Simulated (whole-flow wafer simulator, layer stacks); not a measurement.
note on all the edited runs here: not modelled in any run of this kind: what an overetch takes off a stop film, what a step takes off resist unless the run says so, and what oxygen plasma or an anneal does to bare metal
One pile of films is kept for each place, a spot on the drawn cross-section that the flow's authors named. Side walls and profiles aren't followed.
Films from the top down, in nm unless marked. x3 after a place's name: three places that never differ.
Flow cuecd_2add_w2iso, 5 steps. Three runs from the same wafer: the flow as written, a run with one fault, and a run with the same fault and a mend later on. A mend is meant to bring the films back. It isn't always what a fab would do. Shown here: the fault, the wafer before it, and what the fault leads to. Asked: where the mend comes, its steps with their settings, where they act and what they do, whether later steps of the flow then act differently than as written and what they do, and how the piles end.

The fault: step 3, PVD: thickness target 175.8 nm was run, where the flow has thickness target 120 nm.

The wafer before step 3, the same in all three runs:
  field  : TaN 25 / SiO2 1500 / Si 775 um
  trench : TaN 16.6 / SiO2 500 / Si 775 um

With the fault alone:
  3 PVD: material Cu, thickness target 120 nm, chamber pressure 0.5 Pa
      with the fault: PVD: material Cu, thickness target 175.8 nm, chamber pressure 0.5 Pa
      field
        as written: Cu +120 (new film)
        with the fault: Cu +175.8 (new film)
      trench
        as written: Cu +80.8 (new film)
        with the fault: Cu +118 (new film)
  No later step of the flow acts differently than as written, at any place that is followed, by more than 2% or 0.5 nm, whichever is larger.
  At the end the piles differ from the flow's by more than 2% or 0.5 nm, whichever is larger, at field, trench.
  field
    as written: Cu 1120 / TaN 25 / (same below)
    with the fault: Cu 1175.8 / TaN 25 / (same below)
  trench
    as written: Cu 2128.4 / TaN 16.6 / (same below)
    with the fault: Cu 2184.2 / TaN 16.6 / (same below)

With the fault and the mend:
  The mend comes after step 3.
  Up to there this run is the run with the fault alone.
  3a ETCH: chemistry cu recess dil, depth target 202 nm
      field
        Cu -175.8 (all of it)
      trench
        Cu -118 (all of it)
  3b PVD: material Cu, thickness target 120 nm, chamber pressure 0.5 Pa (the flow's step 3 once more)
      field
        Cu +120 (new film)
      trench
        Cu +80.8 (new film)
  No later step of the flow acts differently than as written at any place that is followed.
  At the end the piles are the same as the flow's at every place that both follow.
